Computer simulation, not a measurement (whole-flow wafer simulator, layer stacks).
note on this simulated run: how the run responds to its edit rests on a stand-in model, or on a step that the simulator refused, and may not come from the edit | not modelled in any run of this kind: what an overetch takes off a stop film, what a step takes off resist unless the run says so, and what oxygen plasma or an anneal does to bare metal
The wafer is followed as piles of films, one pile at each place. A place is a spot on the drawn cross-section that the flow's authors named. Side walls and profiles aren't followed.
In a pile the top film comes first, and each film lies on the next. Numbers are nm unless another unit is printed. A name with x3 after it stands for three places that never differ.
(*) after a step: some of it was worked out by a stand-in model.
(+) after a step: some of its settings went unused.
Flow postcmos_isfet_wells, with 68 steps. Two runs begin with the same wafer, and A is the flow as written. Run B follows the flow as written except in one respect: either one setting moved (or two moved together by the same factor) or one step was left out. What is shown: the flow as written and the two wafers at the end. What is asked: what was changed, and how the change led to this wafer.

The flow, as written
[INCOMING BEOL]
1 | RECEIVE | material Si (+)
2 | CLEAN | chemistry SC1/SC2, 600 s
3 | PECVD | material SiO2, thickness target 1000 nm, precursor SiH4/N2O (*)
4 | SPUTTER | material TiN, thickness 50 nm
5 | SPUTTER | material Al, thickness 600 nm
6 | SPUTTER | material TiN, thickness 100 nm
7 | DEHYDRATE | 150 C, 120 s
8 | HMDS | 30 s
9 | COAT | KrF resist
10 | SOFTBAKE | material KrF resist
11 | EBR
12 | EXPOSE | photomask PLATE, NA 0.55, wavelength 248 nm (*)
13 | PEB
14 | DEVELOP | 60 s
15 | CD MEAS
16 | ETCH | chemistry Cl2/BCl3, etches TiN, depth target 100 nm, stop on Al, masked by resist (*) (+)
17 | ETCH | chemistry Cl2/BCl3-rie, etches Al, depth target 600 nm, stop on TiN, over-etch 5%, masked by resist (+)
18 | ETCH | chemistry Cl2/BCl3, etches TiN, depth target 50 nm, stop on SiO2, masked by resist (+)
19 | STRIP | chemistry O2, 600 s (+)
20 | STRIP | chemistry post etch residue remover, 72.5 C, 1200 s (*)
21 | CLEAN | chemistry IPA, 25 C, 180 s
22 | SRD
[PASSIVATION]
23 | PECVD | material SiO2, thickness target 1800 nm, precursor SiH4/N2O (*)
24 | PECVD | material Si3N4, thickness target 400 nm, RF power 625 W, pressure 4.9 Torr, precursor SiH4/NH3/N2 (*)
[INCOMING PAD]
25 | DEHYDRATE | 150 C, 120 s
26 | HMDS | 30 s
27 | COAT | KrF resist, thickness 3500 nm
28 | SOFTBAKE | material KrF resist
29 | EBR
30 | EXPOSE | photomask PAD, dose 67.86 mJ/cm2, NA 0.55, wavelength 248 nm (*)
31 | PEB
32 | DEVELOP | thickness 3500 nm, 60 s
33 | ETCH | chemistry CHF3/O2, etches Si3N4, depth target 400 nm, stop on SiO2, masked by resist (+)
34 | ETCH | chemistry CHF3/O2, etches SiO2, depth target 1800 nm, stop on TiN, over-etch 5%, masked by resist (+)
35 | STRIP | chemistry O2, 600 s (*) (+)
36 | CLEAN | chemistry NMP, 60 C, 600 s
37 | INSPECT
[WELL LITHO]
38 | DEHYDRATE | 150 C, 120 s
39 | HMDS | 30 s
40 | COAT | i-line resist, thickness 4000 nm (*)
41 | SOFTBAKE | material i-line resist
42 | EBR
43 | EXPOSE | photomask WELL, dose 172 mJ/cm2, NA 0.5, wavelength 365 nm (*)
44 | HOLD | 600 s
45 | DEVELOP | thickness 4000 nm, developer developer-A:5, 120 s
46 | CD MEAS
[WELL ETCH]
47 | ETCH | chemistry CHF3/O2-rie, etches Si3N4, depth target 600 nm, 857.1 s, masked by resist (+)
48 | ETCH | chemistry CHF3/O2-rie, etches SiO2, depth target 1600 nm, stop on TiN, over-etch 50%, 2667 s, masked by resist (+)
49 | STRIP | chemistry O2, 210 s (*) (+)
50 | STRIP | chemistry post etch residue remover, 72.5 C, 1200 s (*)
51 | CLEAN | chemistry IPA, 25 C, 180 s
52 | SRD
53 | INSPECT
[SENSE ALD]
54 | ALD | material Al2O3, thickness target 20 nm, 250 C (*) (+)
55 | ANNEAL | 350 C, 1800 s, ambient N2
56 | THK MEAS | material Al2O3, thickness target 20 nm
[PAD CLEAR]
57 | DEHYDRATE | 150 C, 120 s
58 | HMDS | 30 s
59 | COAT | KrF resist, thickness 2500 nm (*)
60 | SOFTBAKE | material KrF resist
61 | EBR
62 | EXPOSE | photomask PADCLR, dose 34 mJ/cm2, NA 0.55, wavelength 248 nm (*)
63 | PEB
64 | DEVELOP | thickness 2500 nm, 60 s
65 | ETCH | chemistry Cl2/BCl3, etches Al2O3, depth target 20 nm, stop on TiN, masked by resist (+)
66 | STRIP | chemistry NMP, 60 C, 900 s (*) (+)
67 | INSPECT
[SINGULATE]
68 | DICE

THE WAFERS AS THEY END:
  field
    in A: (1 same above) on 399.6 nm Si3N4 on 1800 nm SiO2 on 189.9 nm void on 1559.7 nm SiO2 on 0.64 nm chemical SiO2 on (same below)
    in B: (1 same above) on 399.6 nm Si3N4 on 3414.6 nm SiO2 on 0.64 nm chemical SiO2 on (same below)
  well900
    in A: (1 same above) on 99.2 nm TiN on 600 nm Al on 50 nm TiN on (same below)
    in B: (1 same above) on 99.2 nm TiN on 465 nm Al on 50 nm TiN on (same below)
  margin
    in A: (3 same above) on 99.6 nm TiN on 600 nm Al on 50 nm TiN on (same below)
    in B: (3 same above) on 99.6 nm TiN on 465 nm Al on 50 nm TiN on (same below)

Cause: step 5, SPUTTER: thickness 465 nm was run, whereas the flow has thickness 600 nm.
The wafer itself shows it: well900 has Al 465, and step 5 as written asks for 600 nm.

The path from the change to this, step by step:
  5 | SPUTTER | material Al, thickness 600 nm
      field, margin, well900, well1300 x3, pad_rim, pad_clr, pad_open: A +600 Al (new film) | B +465 Al (new film)
  17 | ETCH | chemistry Cl2/BCl3-rie, etches Al, depth target 600 nm, stop on TiN, over-etch 5%, masked by resist (+)
      margin, well900, well1300 x3, pad_rim, pad_clr, pad_open: A -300 KrF resist | B -244.1 KrF resist
      field: A -600 Al (all of it) | B -465 Al (all of it)
  19 | STRIP | chemistry O2, 600 s (+)
      margin, well900, well1300 x3, pad_rim, pad_clr, pad_open: A -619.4 KrF resist (all of it) | B -675.2 KrF resist (all of it)
  23 | PECVD | material SiO2, thickness target 1800 nm, precursor SiH4/N2O (*)
      field: A +1800 SiO2 (new film), +189.9 void (new film), +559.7 SiO2 | B +2414.6 SiO2
